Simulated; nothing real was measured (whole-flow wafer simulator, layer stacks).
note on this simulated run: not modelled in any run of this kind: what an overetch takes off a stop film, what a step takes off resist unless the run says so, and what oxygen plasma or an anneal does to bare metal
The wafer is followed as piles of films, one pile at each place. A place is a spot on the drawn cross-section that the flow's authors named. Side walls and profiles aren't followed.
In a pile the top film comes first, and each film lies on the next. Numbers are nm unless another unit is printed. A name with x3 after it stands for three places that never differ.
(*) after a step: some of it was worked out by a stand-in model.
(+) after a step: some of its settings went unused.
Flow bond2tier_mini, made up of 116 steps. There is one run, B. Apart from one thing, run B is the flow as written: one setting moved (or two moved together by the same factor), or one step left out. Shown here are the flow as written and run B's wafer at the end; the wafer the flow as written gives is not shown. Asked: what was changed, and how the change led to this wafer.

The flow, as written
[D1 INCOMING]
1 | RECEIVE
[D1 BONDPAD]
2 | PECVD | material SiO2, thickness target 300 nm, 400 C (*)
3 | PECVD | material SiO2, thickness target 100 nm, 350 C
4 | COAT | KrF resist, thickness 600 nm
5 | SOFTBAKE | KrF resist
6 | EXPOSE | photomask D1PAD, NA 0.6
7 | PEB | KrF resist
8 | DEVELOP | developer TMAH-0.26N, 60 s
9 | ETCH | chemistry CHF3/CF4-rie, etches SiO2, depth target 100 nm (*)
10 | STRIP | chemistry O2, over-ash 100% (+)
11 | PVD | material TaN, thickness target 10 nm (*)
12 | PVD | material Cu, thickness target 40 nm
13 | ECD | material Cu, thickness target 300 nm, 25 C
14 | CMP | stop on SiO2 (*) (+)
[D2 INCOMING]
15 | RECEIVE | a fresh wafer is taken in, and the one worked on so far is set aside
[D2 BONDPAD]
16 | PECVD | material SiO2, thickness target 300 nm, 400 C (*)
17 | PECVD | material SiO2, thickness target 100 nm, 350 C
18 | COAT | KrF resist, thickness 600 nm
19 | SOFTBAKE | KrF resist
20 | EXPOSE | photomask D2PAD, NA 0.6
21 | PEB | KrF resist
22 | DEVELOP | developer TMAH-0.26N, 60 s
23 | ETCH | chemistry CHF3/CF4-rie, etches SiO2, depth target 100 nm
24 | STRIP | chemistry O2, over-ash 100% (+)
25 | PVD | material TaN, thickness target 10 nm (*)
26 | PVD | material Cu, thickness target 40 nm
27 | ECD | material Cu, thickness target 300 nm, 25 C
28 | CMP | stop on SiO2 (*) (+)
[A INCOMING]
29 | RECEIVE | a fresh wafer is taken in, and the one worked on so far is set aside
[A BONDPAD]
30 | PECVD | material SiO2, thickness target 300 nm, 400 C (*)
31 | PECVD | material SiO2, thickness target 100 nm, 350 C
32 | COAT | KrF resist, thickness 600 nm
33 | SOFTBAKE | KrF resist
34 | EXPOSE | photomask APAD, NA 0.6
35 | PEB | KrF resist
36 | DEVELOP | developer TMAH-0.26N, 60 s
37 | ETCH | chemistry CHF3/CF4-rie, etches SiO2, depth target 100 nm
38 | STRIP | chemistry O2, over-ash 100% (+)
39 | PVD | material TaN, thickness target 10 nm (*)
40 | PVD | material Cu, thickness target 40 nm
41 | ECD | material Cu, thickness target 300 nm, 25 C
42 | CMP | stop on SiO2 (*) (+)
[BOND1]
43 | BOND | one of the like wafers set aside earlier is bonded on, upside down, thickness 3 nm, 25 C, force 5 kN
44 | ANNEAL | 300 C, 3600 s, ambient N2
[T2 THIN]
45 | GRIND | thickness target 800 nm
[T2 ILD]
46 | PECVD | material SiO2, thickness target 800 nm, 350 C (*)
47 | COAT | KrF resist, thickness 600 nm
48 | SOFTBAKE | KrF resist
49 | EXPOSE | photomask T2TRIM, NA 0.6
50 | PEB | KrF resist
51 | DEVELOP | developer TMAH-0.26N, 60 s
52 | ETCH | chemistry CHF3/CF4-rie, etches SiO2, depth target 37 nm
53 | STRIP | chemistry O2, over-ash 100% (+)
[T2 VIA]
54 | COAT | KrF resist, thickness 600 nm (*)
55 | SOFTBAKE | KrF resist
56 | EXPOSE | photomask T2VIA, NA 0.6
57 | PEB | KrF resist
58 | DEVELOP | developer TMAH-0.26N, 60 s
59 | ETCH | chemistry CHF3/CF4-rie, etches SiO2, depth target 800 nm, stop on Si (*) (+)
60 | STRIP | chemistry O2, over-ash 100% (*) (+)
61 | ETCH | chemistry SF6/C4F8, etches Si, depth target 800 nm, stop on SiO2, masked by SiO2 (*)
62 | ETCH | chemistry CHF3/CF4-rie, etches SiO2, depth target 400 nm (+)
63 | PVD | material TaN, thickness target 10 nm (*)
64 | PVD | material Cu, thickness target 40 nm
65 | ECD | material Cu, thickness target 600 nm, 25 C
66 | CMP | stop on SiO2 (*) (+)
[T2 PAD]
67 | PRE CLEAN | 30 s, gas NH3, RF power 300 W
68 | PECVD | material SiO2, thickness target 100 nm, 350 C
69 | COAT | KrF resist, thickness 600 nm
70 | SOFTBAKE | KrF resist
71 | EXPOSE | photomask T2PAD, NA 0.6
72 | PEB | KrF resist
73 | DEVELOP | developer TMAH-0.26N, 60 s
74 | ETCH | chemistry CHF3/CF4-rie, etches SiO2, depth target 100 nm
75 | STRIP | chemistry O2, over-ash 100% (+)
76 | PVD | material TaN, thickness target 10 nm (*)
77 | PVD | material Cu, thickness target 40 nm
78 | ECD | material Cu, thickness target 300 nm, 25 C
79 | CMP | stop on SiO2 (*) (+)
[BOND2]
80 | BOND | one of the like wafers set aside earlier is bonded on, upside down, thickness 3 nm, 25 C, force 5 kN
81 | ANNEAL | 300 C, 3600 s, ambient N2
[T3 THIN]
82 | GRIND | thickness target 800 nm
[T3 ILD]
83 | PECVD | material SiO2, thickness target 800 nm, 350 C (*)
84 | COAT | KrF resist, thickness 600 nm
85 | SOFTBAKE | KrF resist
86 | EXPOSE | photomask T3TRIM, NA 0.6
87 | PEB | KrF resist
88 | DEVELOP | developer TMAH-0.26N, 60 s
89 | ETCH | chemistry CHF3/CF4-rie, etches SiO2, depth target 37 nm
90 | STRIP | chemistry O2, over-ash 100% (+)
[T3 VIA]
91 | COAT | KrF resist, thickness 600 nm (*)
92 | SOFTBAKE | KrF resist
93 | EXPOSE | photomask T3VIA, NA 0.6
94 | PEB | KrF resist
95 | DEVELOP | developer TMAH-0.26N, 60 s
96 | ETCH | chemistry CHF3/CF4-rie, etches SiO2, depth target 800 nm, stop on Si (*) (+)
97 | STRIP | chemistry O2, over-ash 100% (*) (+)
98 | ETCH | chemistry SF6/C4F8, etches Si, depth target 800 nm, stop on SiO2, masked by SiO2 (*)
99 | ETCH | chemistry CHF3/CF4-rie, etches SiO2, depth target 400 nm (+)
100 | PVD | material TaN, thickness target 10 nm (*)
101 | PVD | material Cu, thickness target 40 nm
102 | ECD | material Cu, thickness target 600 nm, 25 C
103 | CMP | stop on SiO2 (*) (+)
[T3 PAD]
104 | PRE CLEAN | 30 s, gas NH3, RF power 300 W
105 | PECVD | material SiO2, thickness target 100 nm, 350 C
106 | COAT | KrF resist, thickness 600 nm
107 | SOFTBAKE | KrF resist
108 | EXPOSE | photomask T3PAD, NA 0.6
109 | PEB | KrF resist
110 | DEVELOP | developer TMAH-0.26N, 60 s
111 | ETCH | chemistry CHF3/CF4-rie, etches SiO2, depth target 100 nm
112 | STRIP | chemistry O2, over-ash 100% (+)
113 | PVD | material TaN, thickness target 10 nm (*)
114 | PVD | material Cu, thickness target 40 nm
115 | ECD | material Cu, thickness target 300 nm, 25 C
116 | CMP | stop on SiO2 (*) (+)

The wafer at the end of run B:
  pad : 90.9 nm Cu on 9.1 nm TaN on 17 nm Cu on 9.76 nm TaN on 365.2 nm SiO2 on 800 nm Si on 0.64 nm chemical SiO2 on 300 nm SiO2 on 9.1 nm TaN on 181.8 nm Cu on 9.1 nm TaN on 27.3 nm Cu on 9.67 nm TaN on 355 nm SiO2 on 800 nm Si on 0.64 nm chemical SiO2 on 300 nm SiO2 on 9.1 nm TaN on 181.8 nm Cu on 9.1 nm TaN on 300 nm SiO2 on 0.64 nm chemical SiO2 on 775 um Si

Cause: step 89, ETCH: depth target 26.8 nm was run, whereas the flow has depth target 37 nm.

How this came from the change, step by step:
  89 | ETCH | chemistry CHF3/CF4-rie, etches SiO2, depth target 37 nm
      field: KrF resist loses 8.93 (in the flow as written it would be: KrF resist loses 12.3)
      pad: SiO2 loses 26.8 (in the flow as written it would be: SiO2 loses 37)
